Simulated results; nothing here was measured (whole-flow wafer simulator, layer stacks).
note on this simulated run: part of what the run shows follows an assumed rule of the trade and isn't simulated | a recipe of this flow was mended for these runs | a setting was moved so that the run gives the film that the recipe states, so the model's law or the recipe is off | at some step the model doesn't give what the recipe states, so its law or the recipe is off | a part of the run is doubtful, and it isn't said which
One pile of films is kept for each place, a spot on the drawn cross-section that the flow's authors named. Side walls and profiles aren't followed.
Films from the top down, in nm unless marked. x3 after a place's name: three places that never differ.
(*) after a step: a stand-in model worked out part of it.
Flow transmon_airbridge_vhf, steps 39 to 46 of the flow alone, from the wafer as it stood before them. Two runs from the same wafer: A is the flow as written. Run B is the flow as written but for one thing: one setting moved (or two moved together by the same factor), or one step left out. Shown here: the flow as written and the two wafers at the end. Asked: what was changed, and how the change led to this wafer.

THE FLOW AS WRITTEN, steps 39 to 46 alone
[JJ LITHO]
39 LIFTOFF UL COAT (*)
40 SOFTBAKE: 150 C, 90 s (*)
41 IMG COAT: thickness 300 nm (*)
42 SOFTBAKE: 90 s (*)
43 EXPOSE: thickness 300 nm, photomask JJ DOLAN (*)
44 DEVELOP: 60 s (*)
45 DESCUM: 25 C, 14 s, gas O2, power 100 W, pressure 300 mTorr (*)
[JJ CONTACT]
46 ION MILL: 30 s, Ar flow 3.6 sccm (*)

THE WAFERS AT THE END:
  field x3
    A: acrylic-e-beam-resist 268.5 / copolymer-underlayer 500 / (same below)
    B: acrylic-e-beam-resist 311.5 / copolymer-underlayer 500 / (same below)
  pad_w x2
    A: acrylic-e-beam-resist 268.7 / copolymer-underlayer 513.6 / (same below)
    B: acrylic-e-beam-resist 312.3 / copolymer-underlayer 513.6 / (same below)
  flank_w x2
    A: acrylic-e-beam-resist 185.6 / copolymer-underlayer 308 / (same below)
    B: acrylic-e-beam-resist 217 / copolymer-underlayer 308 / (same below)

The cause: step 41, IMG COAT: thickness 343 nm was run, where the flow has thickness 300 nm; step 43, EXPOSE: thickness 343 nm was run, where the flow has thickness 300 nm.

How the change led to this, step by step:
  41 IMG COAT: thickness 300 nm (*)
      field x3, jj_line, ground_far x3: A acrylic-e-beam-resist +300 (new film) | B acrylic-e-beam-resist +343 (new film)
      pad_w x2: A acrylic-e-beam-resist +300.2 (new film) | B acrylic-e-beam-resist +343.8 (new film)
      (and at 8 more places)
  44 DEVELOP: 60 s (*)
      jj_line: A acrylic-e-beam-resist -300 (all of it), copolymer-underlayer -500 (all of it) | B acrylic-e-beam-resist -343 (all of it), copolymer-underlayer -500 (all of it)
